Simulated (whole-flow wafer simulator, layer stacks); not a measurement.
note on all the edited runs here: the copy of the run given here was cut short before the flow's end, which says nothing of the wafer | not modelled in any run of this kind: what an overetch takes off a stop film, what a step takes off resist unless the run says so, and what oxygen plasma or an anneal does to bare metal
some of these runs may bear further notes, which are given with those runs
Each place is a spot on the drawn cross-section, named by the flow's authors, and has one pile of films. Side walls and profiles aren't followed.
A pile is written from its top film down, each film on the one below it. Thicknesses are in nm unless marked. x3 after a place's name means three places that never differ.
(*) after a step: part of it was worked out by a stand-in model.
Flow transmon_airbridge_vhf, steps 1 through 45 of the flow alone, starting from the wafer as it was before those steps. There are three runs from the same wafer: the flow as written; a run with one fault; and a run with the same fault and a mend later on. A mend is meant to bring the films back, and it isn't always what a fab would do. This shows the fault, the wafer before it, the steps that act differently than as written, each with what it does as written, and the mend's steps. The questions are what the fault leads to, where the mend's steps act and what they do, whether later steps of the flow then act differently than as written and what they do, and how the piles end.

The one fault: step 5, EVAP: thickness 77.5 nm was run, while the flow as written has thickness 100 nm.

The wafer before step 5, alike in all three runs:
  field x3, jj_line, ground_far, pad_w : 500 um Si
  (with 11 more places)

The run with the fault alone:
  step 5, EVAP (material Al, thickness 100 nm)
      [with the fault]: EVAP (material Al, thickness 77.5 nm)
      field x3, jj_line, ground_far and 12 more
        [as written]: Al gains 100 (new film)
        [with the fault]: Al gains 77.5 (new film)
  Steps later in the flow that act otherwise than as written (19 more steps, not shown, differ only slightly: by at most 2% or 0.5 nm, whichever is larger):
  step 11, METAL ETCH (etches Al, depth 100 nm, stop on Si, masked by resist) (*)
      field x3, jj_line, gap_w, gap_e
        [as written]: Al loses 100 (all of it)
        [with the fault]: Al loses 77.5 (all of it)
  By the end, the piles at ground_far, pad_w, flank_w and 8 more depart from the flow's by more than 2% or 0.5 nm, whichever is larger.
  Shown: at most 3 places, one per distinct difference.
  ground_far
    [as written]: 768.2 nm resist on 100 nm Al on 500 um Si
    [with the fault]: 768.2 nm resist on 77.5 nm Al on 500 um Si
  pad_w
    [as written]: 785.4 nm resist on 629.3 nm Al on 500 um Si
    [with the fault]: 785.8 nm resist on 606.8 nm Al on 500 um Si
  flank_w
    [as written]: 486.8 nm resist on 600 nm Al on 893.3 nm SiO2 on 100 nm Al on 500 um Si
    [with the fault]: 490.2 nm resist on 600 nm Al on 893.2 nm SiO2 on 77.5 nm Al on 500 um Si

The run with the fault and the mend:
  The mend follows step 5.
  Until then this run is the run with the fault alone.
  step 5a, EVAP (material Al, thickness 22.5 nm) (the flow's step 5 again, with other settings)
      field x3, jj_line, ground_far and 12 more
        Al gains 22.5
  Later steps of the flow that are run all act as written at every place that is followed.
  At every place that both follow, the piles at the end match the flow's.
